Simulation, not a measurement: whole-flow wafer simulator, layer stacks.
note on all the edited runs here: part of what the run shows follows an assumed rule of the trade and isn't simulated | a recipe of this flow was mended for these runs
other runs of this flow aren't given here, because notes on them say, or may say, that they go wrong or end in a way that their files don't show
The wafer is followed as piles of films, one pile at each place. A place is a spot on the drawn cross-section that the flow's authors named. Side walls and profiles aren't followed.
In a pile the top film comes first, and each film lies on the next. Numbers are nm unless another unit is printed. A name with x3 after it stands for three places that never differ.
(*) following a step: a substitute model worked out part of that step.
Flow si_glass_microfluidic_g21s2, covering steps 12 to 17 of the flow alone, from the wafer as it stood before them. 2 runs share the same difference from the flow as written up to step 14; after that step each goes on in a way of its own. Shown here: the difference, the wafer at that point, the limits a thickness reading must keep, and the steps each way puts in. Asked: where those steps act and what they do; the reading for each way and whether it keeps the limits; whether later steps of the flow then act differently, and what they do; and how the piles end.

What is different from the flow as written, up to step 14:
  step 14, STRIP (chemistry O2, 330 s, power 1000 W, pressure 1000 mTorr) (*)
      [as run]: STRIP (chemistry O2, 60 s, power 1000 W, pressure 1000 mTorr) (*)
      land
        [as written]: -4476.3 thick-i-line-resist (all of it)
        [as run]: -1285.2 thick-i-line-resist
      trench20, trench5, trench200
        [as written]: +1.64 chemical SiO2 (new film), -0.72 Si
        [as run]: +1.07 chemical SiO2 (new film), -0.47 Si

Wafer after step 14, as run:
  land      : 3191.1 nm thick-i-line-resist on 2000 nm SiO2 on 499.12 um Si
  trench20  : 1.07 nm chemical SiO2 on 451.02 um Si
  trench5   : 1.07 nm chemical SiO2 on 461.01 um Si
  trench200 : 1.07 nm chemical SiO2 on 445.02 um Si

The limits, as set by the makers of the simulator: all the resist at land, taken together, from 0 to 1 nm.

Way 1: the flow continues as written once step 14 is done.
  After step 14, the reading is 3191.1 nm, outside the limits.
  Steps later in the flow that act otherwise than as written:
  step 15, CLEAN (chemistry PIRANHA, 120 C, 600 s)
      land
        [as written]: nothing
        [this way]: -3191.1 thick-i-line-resist (all of it)
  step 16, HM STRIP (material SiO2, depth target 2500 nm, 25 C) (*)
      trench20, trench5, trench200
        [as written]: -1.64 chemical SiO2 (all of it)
        [this way]: -1.07 chemical SiO2 (all of it)
  At the end the piles are close to the flow's at the places that both follow, differing by at most 2% or 0.5 nm, whichever is larger.

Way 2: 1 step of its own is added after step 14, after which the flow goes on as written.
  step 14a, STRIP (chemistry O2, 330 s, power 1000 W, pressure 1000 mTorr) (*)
      trench20, trench5, trench200
        +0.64 chemical SiO2, -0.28 Si
      land
        -3191.1 thick-i-line-resist (all of it)
  After step 14a, the reading is 0 nm, within the limits.
  None of the later steps of the flow differs from how it acts as written, at any place that is followed, by more than 2% or 0.5 nm, whichever is larger.
  By the end, the piles equal the flow's at every place that both follow.

The limits are kept by: way 2. They are not kept by: way 1.
